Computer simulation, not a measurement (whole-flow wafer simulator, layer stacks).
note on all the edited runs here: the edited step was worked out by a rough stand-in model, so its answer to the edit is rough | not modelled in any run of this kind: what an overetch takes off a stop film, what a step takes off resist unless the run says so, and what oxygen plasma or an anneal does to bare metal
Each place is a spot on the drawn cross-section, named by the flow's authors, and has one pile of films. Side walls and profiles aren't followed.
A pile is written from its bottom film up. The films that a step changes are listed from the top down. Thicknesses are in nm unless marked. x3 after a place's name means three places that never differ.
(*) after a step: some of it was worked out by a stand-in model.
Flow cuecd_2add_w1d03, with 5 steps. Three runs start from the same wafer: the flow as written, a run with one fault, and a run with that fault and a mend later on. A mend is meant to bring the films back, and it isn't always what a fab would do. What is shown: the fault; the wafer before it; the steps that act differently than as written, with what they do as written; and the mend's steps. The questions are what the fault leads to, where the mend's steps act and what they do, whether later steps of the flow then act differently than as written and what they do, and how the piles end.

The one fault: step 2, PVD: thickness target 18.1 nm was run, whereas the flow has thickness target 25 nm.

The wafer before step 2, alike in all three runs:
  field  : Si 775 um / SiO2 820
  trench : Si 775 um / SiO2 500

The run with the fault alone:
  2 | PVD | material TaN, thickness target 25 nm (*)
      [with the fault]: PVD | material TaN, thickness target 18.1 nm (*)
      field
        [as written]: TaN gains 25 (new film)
        [with the fault]: TaN gains 18.1 (new film)
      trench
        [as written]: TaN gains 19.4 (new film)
        [with the fault]: TaN gains 14 (new film)
  Every later step of the flow that is run acts as written, at every place that is followed, to within 2% or 0.5 nm, whichever is larger.
  The piles end different from the flow's at field, trench by more than 2% or 0.5 nm, whichever is larger.
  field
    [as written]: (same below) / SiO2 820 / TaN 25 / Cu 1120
    [with the fault]: (same below) / SiO2 820 / TaN 18.1 / Cu 1120
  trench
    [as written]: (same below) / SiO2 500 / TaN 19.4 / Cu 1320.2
    [with the fault]: (same below) / SiO2 500 / TaN 14 / Cu 1318.3

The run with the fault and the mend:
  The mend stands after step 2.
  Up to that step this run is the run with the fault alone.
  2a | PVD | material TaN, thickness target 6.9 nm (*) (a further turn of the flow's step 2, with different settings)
      field
        TaN gains 6.9
      trench
        TaN gains 5.3
  Every later step of the flow that is run acts as written at every place that is followed.
  At the end the piles are close to the flow's at the places that both follow, differing by at most 2% or 0.5 nm, whichever is larger.
